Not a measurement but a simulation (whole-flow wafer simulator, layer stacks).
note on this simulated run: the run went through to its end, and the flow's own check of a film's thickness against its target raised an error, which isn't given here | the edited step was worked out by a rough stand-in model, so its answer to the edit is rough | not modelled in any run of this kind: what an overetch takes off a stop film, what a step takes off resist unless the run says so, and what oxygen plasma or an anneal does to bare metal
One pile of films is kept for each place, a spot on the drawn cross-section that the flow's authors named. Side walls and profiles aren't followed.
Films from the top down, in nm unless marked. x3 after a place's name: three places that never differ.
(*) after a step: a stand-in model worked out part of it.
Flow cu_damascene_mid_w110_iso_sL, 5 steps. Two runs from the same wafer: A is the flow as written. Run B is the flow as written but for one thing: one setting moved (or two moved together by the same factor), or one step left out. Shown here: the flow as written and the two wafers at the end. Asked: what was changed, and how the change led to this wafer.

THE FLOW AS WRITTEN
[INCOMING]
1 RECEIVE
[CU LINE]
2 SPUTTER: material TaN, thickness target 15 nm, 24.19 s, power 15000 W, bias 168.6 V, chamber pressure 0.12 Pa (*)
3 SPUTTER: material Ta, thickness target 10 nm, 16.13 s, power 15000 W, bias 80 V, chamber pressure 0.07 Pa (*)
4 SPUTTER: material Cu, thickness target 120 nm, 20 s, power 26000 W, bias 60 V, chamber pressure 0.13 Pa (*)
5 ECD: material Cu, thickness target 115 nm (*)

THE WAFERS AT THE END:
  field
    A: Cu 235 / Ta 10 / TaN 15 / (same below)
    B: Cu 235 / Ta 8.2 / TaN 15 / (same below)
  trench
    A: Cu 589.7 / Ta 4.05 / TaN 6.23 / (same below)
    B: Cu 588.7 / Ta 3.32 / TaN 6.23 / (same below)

The cause: step 3, SPUTTER: thickness target 8.2 nm was run, where the flow has thickness target 10 nm; step 3, SPUTTER: 13.31 s was run, where the flow has 16.13 s.
It can be read off the wafer: field has Ta 8.2, and step 3 as written asks for 10 nm.

How the change led to this, step by step:
  3 SPUTTER: material Ta, thickness target 10 nm, 16.13 s, power 15000 W, bias 80 V, chamber pressure 0.07 Pa (*)
      field: A Ta +10 (new film) | B Ta +8.2 (new film)
      trench: A Ta +4.05 (new film) | B Ta +3.32 (new film)
